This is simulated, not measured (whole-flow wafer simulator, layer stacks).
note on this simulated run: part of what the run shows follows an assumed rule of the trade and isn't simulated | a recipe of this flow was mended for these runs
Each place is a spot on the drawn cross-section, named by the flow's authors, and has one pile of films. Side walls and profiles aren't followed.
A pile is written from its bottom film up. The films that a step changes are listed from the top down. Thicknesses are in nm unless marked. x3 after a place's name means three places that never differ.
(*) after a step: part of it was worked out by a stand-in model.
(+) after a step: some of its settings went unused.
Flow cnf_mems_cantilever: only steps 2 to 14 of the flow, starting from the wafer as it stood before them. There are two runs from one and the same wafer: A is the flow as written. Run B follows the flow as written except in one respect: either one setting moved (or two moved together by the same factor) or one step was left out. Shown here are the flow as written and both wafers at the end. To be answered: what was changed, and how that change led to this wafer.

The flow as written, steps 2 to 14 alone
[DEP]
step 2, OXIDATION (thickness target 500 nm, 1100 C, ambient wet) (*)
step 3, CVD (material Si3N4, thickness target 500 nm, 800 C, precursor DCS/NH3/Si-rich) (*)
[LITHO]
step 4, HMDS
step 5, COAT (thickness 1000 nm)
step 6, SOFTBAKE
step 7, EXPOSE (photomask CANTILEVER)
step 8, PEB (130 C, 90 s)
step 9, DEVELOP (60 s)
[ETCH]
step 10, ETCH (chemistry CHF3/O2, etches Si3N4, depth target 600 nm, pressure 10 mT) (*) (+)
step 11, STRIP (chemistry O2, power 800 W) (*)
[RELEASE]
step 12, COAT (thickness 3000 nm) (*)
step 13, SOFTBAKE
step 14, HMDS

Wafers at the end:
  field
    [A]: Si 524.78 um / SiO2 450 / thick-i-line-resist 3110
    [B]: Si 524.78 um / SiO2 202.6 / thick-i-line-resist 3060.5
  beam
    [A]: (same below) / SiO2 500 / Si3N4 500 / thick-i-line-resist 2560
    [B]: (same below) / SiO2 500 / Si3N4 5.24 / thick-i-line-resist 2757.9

What caused this: step 3, CVD: 590 C was run, while the flow as written has 800 C.

The path from the change to this, step by step:
  step 3, CVD (material Si3N4, thickness target 500 nm, 800 C, precursor DCS/NH3/Si-rich) (*)
      field, beam: A Si3N4 gains 500 (new film) | B Si3N4 gains 5.24 (new film)
  step 10, ETCH (chemistry CHF3/O2, etches Si3N4, depth target 600 nm, pressure 10 mT) (*) (+)
      field: A Si3N4 loses 500 (all of it), SiO2 loses 50 | B Si3N4 loses 5.24 (all of it), SiO2 loses 297.4
  step 12, COAT (thickness 3000 nm) (*)
      beam: A thick-i-line-resist gains 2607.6 (new film) | B thick-i-line-resist gains 2781.9 (new film)
  step 13, SOFTBAKE
      field: A thick-i-line-resist gains 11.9 | B thick-i-line-resist gains 5.99
      beam: A thick-i-line-resist loses 47.6 | B thick-i-line-resist loses 24
